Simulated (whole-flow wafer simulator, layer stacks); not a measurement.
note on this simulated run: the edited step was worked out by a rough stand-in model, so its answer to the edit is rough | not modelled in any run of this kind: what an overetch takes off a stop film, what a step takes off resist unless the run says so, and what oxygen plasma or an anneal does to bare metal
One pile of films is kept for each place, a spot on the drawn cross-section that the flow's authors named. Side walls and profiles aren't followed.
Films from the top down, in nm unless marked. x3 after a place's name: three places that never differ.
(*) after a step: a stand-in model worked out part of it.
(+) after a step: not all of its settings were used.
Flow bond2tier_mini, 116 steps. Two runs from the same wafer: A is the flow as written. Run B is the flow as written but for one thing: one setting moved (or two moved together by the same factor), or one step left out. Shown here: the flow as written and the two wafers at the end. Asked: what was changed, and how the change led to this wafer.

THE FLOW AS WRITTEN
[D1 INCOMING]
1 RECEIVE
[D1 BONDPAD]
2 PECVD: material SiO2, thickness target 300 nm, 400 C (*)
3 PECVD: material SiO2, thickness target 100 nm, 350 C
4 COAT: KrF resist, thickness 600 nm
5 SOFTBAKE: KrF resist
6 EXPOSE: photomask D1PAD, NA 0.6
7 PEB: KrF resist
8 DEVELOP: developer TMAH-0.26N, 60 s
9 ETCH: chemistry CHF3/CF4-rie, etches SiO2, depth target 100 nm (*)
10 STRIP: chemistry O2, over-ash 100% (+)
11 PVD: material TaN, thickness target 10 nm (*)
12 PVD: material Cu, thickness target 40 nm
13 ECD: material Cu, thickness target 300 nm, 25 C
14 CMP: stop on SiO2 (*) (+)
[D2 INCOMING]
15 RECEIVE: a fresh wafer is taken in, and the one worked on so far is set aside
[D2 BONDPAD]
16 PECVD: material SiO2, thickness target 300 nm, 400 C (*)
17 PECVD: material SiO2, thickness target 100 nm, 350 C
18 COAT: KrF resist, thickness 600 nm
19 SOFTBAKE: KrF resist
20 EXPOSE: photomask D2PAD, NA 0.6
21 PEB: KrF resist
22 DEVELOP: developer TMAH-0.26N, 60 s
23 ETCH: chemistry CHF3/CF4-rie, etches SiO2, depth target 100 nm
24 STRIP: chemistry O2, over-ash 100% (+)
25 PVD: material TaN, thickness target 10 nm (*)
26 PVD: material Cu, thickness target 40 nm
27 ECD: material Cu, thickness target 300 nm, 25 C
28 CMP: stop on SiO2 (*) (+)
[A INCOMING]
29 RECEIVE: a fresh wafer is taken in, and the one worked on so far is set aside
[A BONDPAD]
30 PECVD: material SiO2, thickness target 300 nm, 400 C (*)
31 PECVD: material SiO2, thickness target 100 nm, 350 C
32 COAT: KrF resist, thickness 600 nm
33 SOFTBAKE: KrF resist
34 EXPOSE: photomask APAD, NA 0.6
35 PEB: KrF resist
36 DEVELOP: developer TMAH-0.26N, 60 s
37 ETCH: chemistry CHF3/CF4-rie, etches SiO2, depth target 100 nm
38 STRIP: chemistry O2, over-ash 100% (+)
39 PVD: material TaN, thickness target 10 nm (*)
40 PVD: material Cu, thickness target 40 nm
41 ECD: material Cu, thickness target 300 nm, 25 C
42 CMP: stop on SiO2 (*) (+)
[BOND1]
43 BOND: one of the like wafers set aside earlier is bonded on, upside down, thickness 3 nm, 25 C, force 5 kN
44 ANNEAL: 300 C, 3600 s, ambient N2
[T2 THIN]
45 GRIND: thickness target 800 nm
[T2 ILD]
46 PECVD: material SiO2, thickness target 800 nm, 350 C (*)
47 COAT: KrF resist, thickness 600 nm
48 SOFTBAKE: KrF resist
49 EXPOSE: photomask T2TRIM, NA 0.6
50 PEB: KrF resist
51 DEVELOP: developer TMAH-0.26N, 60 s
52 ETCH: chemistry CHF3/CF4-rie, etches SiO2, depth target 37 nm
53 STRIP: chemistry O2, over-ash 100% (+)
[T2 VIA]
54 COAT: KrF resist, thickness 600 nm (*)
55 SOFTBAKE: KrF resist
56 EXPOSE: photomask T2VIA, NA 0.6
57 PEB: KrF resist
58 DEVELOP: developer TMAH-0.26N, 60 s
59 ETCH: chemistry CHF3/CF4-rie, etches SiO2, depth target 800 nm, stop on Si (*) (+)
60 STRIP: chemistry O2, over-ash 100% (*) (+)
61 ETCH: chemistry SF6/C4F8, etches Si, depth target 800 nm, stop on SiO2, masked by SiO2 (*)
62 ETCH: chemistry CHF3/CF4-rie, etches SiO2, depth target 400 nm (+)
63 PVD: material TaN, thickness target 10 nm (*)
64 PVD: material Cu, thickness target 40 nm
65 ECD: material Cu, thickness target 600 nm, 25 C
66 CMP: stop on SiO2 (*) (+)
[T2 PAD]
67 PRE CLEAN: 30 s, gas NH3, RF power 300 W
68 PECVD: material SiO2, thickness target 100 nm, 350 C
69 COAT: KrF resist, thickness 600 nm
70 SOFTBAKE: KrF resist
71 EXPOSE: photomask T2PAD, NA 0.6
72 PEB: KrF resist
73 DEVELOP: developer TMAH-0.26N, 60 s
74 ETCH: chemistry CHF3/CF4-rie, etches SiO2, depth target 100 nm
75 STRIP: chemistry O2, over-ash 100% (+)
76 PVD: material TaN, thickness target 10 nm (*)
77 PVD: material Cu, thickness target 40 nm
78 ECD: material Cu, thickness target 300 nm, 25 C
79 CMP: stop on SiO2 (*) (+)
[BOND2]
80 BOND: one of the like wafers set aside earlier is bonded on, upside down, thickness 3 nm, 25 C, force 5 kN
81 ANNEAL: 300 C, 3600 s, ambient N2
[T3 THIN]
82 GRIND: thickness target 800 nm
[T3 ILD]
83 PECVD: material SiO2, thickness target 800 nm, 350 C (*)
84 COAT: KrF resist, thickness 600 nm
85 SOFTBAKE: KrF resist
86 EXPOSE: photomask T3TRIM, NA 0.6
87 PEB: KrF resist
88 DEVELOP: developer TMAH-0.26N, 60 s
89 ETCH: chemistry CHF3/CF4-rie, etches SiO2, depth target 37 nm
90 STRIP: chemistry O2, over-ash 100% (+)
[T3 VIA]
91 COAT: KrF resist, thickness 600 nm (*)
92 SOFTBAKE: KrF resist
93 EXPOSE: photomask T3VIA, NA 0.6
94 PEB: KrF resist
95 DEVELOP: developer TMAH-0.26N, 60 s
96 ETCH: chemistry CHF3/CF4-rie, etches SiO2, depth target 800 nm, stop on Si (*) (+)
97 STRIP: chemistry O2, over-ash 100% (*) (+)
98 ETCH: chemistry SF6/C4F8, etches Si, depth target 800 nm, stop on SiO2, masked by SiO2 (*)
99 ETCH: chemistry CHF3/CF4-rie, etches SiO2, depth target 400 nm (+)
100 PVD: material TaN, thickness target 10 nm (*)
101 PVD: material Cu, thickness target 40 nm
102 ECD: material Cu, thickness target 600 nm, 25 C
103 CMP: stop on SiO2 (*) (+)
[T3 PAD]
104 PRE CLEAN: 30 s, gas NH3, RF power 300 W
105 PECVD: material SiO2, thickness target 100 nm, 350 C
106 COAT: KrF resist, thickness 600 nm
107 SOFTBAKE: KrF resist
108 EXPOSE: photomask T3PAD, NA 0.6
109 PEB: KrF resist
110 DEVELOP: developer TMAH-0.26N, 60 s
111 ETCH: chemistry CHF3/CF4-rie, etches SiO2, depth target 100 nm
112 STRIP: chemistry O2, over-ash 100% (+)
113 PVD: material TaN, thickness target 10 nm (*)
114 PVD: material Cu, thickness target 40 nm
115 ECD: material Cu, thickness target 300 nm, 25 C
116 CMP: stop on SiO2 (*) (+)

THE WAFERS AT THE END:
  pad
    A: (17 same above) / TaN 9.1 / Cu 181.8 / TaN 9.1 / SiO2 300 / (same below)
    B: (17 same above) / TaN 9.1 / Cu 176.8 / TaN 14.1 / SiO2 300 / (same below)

The cause: step 39, PVD: thickness target 15.5 nm was run, where the flow has thickness target 10 nm.

How the change led to this, step by step:
  39 PVD: material TaN, thickness target 10 nm (*)
      field: A TaN +10 (new film) | B TaN +15.5 (new film)
      pad: A TaN +9.1 (new film) | B TaN +14.1 (new film)
      (and at 1 more place)
  42 CMP: stop on SiO2 (*) (+)
      field: A Cu -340 (all of it), TaN -10 (all of it) | B Cu -340 (all of it), TaN -15.5 (all of it)
